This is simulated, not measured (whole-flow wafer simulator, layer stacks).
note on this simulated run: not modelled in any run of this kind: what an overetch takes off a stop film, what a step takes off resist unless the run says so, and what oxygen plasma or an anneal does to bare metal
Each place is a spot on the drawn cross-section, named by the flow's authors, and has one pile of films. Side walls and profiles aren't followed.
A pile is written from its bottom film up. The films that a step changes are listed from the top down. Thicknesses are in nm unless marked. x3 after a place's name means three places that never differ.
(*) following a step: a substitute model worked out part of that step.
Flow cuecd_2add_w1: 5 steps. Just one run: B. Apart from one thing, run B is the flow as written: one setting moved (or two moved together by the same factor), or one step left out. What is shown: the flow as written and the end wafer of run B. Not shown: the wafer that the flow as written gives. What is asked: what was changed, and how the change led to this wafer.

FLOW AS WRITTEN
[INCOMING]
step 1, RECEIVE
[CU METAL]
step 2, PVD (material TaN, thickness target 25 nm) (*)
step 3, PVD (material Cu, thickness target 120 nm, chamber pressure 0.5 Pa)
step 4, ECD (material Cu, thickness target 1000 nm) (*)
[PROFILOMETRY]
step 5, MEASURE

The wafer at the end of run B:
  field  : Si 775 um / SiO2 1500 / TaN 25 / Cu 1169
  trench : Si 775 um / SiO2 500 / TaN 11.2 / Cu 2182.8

Cause: step 3, PVD: thickness target 169 nm was run, while the flow as written has thickness target 120 nm.

How this came from the change, step by step:
  step 3, PVD (material Cu, thickness target 120 nm, chamber pressure 0.5 Pa)
      field: +169 Cu (new film) (it would be, as written: +120 Cu (new film))
      trench: +74.3 Cu (new film) (it would be, as written: +53.6 Cu (new film))
